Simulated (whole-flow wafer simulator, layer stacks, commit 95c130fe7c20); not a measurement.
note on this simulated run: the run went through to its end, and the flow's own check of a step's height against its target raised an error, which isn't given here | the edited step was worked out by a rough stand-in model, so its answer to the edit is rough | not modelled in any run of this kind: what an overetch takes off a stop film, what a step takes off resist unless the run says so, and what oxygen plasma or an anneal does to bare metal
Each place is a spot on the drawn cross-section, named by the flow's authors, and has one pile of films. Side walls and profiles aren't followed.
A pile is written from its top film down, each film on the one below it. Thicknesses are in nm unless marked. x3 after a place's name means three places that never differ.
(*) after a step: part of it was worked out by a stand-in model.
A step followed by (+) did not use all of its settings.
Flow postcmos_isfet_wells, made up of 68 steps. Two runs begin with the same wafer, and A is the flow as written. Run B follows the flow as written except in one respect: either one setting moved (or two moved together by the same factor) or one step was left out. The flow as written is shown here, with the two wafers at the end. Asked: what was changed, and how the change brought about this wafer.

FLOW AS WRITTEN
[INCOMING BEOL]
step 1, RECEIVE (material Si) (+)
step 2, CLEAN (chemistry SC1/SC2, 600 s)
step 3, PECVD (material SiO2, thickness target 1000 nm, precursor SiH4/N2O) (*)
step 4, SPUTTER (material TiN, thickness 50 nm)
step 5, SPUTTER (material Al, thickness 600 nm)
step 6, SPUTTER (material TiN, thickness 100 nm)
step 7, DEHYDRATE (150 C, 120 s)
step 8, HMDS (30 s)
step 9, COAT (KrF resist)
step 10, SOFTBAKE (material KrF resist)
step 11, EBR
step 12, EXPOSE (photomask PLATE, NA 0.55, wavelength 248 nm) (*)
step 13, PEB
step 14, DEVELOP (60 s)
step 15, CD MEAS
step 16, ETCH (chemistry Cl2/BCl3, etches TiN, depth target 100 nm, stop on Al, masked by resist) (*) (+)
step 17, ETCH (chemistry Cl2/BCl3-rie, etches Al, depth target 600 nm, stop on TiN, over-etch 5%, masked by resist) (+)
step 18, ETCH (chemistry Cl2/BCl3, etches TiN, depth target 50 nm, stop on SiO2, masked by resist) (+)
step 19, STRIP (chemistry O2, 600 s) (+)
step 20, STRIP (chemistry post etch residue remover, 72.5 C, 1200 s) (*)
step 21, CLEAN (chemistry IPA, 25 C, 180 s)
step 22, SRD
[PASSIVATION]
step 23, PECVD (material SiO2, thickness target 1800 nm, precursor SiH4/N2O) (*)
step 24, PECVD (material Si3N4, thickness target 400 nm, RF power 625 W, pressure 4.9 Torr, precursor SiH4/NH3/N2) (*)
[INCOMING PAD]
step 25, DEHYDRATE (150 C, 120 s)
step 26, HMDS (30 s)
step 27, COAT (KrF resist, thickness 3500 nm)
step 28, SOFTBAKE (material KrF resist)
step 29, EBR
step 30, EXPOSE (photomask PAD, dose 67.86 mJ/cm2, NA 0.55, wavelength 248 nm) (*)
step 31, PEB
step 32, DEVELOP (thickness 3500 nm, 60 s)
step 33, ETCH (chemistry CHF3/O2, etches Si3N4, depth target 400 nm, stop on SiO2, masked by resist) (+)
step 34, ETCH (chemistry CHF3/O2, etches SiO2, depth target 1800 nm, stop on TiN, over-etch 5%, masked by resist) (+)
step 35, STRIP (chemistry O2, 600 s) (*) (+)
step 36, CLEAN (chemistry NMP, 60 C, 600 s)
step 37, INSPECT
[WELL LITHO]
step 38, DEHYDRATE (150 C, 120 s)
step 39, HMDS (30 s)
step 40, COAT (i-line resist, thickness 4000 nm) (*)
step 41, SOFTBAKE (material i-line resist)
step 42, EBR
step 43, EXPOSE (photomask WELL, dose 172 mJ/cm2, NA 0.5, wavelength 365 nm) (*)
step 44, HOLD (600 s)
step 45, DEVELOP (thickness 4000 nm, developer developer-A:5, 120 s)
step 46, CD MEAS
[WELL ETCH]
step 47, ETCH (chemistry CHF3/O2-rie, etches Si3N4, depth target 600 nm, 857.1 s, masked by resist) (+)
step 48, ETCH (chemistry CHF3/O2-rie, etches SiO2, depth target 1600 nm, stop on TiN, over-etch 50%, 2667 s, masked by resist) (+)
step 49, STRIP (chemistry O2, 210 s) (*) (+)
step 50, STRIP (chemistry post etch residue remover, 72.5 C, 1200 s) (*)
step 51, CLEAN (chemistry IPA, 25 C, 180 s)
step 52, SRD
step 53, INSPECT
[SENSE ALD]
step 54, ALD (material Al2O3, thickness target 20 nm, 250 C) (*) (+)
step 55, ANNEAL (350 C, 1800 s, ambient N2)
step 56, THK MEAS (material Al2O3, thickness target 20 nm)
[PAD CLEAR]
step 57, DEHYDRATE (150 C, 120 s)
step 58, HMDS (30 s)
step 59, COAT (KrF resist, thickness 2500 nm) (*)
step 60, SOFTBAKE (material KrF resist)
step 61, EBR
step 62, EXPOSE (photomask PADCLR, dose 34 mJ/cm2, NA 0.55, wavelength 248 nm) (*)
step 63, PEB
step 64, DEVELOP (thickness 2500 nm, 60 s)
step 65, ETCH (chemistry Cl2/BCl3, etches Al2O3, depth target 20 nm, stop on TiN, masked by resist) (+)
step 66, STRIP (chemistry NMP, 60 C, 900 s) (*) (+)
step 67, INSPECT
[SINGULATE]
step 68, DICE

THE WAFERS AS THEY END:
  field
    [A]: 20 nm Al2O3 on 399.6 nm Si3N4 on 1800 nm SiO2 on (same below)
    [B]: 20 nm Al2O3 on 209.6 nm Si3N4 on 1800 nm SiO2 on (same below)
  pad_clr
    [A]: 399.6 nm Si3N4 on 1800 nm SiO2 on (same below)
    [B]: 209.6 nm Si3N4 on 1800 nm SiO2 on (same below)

The reason: step 24, PECVD: thickness target 210 nm was run, whereas the flow has thickness target 400 nm.

How this came from the change, step by step:
  step 24, PECVD (material Si3N4, thickness target 400 nm, RF power 625 W, pressure 4.9 Torr, precursor SiH4/NH3/N2) (*)
      field, margin, well900, well1300 x3, pad_rim, pad_clr, pad_open: A +400 Si3N4 (new film) | B +210 Si3N4 (new film)
  step 33, ETCH (chemistry CHF3/O2, etches Si3N4, depth target 400 nm, stop on SiO2, masked by resist) (+)
      field, margin, well900, well1300 x3, pad_rim, pad_clr: A -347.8 KrF resist | B -273.9 KrF resist
      pad_open: A -400 Si3N4 (all of it) | B -210 Si3N4 (all of it)
  step 35, STRIP (chemistry O2, 600 s) (*) (+)
      field, margin, well900, well1300 x3, pad_rim, pad_clr: A -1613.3 KrF resist (all of it) | B -1687.2 KrF resist (all of it)
  step 41, SOFTBAKE (material i-line resist)
      pad_clr: A -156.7 i-line resist | B -137.8 i-line resist
      pad_open: A +115.3 i-line resist | B +106.9 i-line resist
  step 47, ETCH (chemistry CHF3/O2-rie, etches Si3N4, depth target 600 nm, 857.1 s, masked by resist) (+)
      well900, well1300 x3: A -400 Si3N4 (all of it), -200 SiO2 | B -210 Si3N4 (all of it), -390 SiO2
  step 48, ETCH (chemistry CHF3/O2-rie, etches SiO2, depth target 1600 nm, stop on TiN, over-etch 50%, 2667 s, masked by resist) (+)
      well900, well1300 x3: A -1600 SiO2 (all of it) | B -1410 SiO2 (all of it)
  step 49, STRIP (chemistry O2, 210 s) (*) (+)
      pad_clr: A -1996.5 i-line resist (all of it) | B -2074.7 i-line resist (all of it)
      pad_open: A -3816.3 i-line resist (all of it) | B -3739.7 i-line resist (all of it)
  step 59, COAT (KrF resist, thickness 2500 nm) (*)
      field: A +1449 KrF resist (new film) | B +1539.8 KrF resist (new film)
      margin: A +1448.9 KrF resist (new film) | B +1539.7 KrF resist (new film)
      (also at 2 further places)
  step 63, PEB
      field, margin: A -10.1 KrF resist | B -10.7 KrF resist
  step 64, DEVELOP (thickness 2500 nm, 60 s)
      pad_clr: A -1676 KrF resist (all of it) | B -1739.5 KrF resist (all of it)
  step 66, STRIP (chemistry NMP, 60 C, 900 s) (*) (+)
      field, margin: A -1400.1 KrF resist (all of it) | B -1490.2 KrF resist (all of it)
      pad_rim: A -1923.7 KrF resist (all of it) | B -1965.9 KrF resist (all of it)
